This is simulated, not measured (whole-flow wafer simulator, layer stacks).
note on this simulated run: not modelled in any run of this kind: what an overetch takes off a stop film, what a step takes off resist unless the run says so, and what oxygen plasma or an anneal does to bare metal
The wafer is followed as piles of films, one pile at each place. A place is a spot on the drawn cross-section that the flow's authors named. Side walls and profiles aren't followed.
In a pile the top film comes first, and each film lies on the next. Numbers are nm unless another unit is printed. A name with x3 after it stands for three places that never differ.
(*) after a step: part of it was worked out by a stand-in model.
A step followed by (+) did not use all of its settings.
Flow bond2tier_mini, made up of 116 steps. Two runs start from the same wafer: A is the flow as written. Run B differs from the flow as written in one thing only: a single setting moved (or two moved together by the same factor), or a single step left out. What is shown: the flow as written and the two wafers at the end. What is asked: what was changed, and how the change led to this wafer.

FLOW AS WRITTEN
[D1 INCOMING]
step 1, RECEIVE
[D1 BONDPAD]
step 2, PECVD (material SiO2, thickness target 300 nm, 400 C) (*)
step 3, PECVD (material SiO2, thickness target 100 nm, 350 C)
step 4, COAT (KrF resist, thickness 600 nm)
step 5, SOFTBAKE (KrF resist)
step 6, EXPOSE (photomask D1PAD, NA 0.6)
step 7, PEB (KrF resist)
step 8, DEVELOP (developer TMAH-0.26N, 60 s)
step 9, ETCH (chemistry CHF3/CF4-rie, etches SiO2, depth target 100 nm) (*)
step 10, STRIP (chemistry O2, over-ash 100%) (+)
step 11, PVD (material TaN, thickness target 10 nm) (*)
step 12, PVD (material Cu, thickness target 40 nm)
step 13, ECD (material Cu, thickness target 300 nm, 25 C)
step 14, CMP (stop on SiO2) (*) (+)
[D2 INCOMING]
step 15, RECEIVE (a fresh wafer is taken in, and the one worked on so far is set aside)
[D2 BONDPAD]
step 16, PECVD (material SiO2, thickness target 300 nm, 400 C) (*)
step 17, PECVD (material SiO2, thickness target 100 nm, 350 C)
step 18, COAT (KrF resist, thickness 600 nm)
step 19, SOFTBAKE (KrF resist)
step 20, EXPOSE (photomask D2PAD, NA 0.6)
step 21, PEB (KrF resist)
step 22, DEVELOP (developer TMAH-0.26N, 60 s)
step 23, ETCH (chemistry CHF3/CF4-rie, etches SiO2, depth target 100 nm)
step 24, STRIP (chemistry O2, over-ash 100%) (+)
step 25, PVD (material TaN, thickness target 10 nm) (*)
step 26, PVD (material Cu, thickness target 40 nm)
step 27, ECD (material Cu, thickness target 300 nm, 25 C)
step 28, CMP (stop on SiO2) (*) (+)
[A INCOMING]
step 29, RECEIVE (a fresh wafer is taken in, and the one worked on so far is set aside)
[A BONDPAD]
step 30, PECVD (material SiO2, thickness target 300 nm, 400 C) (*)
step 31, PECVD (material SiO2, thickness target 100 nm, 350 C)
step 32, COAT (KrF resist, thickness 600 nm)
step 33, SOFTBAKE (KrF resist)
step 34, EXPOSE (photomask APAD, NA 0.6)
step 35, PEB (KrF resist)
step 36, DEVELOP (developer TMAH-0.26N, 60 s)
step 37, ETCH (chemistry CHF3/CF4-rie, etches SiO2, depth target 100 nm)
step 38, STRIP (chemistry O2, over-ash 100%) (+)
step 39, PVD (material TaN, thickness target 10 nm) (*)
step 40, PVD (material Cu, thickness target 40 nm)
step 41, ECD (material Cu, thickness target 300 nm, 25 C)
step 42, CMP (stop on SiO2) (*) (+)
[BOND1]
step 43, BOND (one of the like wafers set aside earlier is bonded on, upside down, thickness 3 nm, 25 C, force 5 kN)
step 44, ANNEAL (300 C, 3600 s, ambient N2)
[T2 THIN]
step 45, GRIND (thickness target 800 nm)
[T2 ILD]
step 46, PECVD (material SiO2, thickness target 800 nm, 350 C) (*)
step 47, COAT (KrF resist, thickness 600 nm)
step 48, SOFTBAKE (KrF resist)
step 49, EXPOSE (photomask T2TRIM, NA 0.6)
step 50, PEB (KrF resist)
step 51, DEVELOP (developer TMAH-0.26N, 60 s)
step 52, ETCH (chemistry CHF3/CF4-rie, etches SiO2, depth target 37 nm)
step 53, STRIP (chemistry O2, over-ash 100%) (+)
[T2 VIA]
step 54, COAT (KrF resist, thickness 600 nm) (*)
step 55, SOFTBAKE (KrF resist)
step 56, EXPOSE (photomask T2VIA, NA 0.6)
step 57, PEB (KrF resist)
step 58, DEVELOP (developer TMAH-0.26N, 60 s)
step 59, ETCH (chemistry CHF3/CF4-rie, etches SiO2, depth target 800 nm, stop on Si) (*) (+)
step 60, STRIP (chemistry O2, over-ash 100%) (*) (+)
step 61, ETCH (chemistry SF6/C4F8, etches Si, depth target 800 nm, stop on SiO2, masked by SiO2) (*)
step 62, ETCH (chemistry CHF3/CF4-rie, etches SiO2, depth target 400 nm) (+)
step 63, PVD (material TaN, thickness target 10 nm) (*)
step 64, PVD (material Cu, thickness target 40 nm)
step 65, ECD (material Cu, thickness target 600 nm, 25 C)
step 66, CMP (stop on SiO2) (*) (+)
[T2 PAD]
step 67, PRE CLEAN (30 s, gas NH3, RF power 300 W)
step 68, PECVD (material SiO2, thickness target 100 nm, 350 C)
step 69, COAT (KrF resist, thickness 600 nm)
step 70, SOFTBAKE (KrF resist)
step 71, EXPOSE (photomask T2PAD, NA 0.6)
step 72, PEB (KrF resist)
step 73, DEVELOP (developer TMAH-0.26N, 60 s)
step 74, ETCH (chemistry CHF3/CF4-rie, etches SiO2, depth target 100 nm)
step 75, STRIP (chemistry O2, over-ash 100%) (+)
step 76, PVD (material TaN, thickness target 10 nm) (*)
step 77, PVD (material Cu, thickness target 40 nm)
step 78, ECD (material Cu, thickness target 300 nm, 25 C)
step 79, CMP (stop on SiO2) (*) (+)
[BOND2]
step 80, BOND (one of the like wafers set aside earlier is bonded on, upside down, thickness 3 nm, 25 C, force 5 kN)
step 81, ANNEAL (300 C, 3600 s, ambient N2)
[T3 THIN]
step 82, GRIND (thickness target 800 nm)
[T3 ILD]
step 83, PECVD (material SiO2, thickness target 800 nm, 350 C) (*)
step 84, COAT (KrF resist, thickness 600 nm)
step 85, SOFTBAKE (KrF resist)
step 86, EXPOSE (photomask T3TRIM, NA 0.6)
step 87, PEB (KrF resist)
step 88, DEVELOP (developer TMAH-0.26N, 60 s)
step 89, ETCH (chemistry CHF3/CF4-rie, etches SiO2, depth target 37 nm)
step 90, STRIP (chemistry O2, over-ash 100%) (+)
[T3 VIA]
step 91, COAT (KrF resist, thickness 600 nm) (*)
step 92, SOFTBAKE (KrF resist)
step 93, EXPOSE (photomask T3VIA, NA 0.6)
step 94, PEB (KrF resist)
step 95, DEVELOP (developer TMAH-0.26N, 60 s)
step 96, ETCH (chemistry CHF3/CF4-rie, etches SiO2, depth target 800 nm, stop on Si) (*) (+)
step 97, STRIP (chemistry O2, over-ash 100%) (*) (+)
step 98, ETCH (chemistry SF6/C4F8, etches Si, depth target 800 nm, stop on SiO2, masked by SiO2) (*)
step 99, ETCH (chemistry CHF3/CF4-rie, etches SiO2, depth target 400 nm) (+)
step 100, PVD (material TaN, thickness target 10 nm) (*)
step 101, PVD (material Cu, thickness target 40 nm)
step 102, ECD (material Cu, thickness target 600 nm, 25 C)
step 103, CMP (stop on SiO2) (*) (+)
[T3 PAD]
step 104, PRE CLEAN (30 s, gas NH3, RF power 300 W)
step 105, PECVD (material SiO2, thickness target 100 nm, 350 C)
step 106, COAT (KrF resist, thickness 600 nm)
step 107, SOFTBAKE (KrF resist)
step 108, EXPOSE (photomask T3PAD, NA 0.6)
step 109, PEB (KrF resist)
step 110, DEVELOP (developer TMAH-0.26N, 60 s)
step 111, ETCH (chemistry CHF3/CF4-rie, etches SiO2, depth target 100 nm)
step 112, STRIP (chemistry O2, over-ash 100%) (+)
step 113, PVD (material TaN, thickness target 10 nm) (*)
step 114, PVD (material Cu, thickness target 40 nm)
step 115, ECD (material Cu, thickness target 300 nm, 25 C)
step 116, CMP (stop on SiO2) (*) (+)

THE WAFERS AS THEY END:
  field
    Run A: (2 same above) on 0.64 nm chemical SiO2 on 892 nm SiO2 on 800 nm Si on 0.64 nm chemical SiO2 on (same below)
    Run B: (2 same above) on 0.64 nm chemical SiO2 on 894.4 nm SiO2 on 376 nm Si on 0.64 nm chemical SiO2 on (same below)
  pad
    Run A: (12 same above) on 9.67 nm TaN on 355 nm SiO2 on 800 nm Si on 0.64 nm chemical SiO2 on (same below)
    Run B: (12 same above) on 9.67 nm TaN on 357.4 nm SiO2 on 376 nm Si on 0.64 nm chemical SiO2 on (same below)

What caused this: step 45, GRIND: thickness target 376 nm was run, while the flow as written has thickness target 800 nm.
The wafer itself shows it: field has Si 376, and step 45 as written asks for 800 nm.

The path from the change to this, step by step:
  step 45, GRIND (thickness target 800 nm)
      field, pad, via: A -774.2 um Si | B -774.62 um Si
  step 61, ETCH (chemistry SF6/C4F8, etches Si, depth target 800 nm, stop on SiO2, masked by SiO2) (*)
      field, pad: A -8 SiO2 | B -5.64 SiO2
